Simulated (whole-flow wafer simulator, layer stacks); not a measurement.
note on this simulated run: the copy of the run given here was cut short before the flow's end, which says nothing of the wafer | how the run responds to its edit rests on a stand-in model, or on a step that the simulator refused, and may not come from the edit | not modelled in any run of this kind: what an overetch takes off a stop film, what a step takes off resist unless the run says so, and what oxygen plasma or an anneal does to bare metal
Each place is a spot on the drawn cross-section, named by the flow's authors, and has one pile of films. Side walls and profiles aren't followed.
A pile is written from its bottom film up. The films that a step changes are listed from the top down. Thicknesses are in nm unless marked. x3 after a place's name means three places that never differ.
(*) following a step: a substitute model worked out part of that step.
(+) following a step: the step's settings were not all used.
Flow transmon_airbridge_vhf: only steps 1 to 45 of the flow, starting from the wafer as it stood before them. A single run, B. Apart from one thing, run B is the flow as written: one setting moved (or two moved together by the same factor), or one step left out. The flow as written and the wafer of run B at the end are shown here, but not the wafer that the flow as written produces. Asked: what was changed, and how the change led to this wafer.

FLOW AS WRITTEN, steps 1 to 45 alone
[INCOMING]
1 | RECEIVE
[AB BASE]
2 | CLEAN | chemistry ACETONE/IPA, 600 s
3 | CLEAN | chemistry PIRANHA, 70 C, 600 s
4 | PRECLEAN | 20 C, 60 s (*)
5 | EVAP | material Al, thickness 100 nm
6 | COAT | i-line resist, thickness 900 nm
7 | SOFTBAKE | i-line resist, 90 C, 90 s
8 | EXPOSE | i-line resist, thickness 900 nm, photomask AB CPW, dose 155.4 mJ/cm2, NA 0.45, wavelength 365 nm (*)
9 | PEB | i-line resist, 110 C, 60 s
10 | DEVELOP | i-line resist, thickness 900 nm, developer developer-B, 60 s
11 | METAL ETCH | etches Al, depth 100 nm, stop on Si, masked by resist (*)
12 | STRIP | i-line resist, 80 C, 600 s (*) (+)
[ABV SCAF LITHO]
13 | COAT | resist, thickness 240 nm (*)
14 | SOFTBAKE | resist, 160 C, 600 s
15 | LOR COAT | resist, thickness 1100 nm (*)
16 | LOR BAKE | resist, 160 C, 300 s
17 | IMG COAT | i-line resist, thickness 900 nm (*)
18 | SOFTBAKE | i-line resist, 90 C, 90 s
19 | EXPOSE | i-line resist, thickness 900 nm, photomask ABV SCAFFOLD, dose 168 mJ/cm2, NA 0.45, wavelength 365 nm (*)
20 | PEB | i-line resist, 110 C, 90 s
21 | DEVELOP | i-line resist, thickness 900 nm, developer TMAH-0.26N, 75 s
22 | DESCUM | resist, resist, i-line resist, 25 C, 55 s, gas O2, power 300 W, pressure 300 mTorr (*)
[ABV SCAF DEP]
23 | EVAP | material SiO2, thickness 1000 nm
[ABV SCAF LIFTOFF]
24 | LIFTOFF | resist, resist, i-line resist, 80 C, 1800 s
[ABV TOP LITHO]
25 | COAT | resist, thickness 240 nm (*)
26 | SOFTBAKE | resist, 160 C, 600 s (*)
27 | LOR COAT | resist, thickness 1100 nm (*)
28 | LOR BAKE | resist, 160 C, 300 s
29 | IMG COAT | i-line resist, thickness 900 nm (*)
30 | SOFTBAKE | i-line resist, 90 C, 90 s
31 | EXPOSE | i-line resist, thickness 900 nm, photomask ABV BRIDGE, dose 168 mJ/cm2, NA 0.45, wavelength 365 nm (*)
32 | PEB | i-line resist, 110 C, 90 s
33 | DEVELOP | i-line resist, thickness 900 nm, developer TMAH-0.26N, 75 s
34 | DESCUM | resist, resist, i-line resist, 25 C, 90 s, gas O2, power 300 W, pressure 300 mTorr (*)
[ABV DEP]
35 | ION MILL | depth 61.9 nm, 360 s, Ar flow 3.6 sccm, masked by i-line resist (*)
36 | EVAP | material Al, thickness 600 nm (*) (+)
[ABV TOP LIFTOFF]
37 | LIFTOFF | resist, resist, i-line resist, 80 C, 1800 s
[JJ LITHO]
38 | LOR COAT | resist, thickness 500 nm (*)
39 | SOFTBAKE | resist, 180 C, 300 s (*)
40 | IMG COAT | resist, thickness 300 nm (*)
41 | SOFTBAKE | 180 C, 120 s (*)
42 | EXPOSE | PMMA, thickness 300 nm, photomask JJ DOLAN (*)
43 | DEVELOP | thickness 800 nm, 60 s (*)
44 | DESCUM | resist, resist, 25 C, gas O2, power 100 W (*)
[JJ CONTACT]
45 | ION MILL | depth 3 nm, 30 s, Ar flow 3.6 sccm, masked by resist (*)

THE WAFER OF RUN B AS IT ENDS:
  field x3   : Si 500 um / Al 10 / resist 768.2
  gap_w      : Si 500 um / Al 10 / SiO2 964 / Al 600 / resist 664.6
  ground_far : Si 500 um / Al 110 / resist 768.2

What caused this: step 5, EVAP: thickness 110 nm was run, while the flow as written has thickness 100 nm.
The wafer itself shows it: ground_far has Al 110, and step 5 as written asks for 100 nm.

How this came from the change, step by step:
  5 | EVAP | material Al, thickness 100 nm
      field x3, jj_line, ground_far and 12 more: +110 Al (new film) (in the flow as written it would be: +100 Al (new film))
  11 | METAL ETCH | etches Al, depth 100 nm, stop on Si, masked by resist (*)
      field x3, jj_line, gap_w, gap_e: -100 Al (in the flow as written it would be: -100 Al (all of it))
  45 | ION MILL | depth 3 nm, 30 s, Ar flow 3.6 sccm, masked by resist (*)
      jj_line: -10 Al (all of it), -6 Si (in the flow as written it would be: -11.6 Si)
With metal films that touch counted as one body, field x3 has 1 body; the flow as written gives 0 bodies.
With metal films that touch counted as one body, gap_w has 2 bodies (between them, from the top down: SiO2 964); the flow as written gives 1 body.
